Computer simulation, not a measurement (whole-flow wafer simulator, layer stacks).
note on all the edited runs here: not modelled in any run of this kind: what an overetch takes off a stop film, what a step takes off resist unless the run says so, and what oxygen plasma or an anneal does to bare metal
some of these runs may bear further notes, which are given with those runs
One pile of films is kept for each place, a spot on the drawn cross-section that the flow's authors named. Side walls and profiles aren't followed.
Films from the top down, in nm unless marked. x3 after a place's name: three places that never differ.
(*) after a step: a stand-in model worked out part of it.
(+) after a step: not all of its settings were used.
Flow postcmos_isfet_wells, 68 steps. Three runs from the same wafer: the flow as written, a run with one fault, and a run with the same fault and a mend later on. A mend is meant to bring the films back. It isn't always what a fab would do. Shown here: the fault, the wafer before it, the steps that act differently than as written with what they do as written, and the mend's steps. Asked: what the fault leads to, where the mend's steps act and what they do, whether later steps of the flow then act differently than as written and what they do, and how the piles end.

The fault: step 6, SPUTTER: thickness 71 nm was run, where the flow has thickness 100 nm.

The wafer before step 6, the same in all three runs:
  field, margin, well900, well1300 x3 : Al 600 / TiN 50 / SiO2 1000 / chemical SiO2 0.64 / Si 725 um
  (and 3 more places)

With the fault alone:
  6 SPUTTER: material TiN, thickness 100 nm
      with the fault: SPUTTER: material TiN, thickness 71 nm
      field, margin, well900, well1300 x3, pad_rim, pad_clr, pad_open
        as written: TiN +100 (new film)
        with the fault: TiN +71 (new film)
  Later steps of the flow that act differently than as written:
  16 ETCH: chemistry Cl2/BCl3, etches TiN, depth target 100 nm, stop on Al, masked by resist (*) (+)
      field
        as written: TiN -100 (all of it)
        with the fault: TiN -71 (all of it)
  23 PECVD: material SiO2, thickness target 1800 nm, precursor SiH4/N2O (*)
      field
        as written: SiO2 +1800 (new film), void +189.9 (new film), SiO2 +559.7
        with the fault: SiO2 +1800 (new film), void +168.2 (new film), SiO2 +552.4
  At the end the piles differ from the flow's by more than 2% or 0.5 nm, whichever is larger, at field, margin, well900, well1300 x3, pad_rim, pad_clr, pad_open.
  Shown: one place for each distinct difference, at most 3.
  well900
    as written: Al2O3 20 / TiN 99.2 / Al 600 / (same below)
    with the fault: Al2O3 20 / TiN 70.2 / Al 600 / (same below)
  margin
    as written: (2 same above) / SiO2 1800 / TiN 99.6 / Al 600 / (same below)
    with the fault: (2 same above) / SiO2 1800 / TiN 70.6 / Al 600 / (same below)
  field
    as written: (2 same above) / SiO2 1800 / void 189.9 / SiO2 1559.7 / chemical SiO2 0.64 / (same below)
    with the fault: (2 same above) / SiO2 1800 / void 168.2 / SiO2 1552.4 / chemical SiO2 0.64 / (same below)

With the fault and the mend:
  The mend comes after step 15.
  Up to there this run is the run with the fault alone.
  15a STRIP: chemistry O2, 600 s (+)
      margin, well900, well1300 x3, pad_rim, pad_clr, pad_open
        KrF resist -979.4 (all of it)
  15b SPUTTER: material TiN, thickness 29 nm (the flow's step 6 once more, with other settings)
      field, margin, well900, well1300 x3, pad_rim, pad_clr, pad_open
        TiN +29
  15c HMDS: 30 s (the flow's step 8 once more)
      changes no film at any place that is followed
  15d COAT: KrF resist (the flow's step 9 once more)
      field, margin, well900, well1300 x3, pad_rim, pad_clr, pad_open
        KrF resist +1000 (new film)
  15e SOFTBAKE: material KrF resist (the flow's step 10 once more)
      changes no film at any place that is followed
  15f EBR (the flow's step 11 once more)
      changes no film at any place that is followed
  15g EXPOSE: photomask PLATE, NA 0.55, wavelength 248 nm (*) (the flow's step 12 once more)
      changes no film at any place that is followed
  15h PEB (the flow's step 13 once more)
      field, margin, well900, well1300 x3, pad_rim, pad_clr, pad_open
        KrF resist -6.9
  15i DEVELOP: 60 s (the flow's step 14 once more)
      margin, well900, well1300 x3, pad_rim, pad_clr, pad_open
        KrF resist -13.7
      field
        KrF resist -993.1 (all of it)
  No later step of the flow acts differently than as written at any place that is followed.
  At the end the piles are the same as the flow's at every place that both follow.
